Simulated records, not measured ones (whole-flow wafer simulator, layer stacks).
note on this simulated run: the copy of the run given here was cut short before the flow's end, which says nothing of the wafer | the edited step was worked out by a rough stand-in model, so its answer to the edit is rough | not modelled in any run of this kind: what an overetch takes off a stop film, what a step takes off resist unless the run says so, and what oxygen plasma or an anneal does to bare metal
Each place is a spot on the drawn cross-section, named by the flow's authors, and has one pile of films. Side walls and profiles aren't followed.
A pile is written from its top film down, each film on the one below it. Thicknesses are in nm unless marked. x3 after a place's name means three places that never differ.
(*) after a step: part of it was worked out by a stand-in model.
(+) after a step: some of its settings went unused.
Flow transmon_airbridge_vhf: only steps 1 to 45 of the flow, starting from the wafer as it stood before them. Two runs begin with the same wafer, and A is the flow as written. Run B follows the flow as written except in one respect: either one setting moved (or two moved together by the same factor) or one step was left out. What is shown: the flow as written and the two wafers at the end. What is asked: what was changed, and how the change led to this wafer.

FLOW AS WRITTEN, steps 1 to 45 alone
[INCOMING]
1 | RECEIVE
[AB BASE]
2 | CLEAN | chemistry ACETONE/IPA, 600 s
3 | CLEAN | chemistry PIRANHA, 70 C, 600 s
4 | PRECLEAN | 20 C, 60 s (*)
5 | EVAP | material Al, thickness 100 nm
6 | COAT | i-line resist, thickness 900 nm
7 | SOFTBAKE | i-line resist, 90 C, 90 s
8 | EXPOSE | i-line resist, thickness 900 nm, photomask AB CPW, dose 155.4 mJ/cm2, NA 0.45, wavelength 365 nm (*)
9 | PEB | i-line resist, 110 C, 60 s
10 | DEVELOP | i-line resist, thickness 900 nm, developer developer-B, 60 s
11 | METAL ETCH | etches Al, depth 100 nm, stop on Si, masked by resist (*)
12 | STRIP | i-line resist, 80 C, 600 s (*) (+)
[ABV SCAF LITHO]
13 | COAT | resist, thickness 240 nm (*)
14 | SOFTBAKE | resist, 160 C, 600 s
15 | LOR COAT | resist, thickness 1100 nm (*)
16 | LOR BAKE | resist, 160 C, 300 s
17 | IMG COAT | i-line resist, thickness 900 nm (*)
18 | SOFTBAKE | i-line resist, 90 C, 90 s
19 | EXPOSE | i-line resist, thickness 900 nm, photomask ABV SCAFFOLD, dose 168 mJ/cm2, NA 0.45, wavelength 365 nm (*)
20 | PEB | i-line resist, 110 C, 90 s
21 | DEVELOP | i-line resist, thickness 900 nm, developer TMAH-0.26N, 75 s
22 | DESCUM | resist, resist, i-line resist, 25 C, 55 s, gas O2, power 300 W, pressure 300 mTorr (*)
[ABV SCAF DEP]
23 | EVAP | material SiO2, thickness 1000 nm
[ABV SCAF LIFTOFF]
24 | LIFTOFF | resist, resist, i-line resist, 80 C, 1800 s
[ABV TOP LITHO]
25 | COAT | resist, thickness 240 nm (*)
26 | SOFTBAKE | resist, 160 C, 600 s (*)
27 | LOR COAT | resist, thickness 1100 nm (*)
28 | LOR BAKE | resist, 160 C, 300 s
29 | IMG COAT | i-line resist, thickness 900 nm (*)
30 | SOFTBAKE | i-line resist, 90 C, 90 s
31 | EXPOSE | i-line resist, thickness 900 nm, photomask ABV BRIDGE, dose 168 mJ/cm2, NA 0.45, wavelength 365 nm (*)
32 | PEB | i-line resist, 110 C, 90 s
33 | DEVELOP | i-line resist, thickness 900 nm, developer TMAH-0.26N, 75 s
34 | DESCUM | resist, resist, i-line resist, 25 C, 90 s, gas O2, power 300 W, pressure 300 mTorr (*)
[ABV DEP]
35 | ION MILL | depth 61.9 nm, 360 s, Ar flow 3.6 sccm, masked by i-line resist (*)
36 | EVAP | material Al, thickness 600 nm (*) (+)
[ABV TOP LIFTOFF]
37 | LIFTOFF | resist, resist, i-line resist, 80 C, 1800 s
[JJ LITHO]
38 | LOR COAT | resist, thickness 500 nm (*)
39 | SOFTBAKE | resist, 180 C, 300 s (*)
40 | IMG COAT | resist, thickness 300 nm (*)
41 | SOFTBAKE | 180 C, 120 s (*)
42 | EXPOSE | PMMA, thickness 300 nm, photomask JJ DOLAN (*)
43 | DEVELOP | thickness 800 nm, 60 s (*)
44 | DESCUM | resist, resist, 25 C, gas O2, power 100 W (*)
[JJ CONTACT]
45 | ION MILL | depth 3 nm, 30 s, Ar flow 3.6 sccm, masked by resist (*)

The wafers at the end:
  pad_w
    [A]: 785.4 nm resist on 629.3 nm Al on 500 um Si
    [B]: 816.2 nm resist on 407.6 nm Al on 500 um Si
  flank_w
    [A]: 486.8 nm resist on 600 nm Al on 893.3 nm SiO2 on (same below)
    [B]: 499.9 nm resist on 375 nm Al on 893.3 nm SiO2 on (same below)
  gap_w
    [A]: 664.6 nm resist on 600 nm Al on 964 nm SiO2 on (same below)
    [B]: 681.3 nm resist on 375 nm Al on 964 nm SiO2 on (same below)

What caused this: step 36, EVAP: thickness 375 nm was run, though the flow has thickness 600 nm.
One can read it off the wafer: flank_w has Al 375, and step 36 as written asks for 600 nm.

How this came from the change, step by step:
  36 | EVAP | material Al, thickness 600 nm (*) (+)
      field x3, jj_line, ground_far and 10 more: A +600 Al (new film) | B +375 Al (new film)
      pad_w, pad_e: A +591.2 Al | B +369.5 Al
  37 | LIFTOFF | resist, resist, i-line resist, 80 C, 1800 s
      field x3, jj_line, trace_open_s x2: A -600 Al (all of it), -600 i-line resist (all of it), -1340 resist (all of it) | B -375 Al (all of it), -600 i-line resist (all of it), -1340 resist (all of it)
      margin_s, margin_n: A -600 Al (all of it), -318.3 i-line resist (all of it), -992 resist (all of it) | B -375 Al (all of it), -318.3 i-line resist (all of it), -992 resist (all of it)
      (as well as at 1 more place)
  38 | LOR COAT | resist, thickness 500 nm (*)
      pad_w, pad_e: A +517 resist (new film) | B +537.7 resist (new film)
      margin_s, margin_n: A +445.3 resist (new film) | B +425 resist (new film)
      (as well as at 1 more place)
  40 | IMG COAT | resist, thickness 300 nm (*)
      pad_w, pad_e: A +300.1 resist | B +310.3 resist
      flank_w, flank_e: A +212.1 resist | B +219.7 resist
      (as well as at 4 more places)
